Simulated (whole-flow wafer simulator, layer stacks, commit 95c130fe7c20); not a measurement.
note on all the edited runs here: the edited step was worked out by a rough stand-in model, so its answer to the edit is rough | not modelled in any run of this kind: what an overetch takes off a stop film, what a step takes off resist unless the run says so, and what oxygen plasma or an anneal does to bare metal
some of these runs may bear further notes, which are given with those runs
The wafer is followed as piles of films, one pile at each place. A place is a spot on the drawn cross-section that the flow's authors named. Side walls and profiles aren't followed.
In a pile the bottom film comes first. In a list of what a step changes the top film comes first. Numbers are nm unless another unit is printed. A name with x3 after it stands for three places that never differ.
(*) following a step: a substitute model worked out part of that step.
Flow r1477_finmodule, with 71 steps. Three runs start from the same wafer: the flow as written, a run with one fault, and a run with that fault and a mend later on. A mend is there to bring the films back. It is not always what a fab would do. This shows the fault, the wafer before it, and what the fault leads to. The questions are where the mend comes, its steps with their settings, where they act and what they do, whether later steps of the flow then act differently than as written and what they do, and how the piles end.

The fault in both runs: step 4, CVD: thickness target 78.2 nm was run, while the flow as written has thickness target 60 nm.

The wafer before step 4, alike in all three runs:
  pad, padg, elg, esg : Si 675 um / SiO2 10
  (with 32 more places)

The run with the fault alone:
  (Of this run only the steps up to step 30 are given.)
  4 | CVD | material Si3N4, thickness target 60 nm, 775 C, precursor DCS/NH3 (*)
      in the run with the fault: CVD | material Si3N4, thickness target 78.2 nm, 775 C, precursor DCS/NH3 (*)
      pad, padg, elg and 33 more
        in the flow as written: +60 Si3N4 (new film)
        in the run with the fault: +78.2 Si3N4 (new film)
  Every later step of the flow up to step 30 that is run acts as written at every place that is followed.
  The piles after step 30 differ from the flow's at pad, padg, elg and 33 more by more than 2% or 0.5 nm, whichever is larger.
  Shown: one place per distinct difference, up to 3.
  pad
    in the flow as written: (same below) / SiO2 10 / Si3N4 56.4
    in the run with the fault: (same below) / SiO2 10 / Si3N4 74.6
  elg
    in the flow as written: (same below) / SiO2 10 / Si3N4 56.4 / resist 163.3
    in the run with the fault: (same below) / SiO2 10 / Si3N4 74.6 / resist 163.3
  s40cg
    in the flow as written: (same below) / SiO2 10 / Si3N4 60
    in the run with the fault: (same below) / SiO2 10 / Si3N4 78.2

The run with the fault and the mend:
  After step 5 comes the mend.
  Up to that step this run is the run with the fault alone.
  5a | ETCH | chemistry h3po4, depth target 89.93 nm
      pad, padg, elg and 33 more
        -78.2 Si3N4 (all of it)
  5b | CLEAN | chemistry SC1/SC2 (the flow's step 2, run once more)
      leaves every film unchanged at each place that is followed
  5c | CVD | material Si3N4, thickness target 60 nm, 775 C, precursor DCS/NH3 (*) (the flow's step 4, run once more)
      pad, padg, elg and 33 more
        +60 Si3N4 (new film)
  Every later step of the flow that is run acts as written at every place that is followed.
  At every place that both follow, the piles at the end match the flow's.
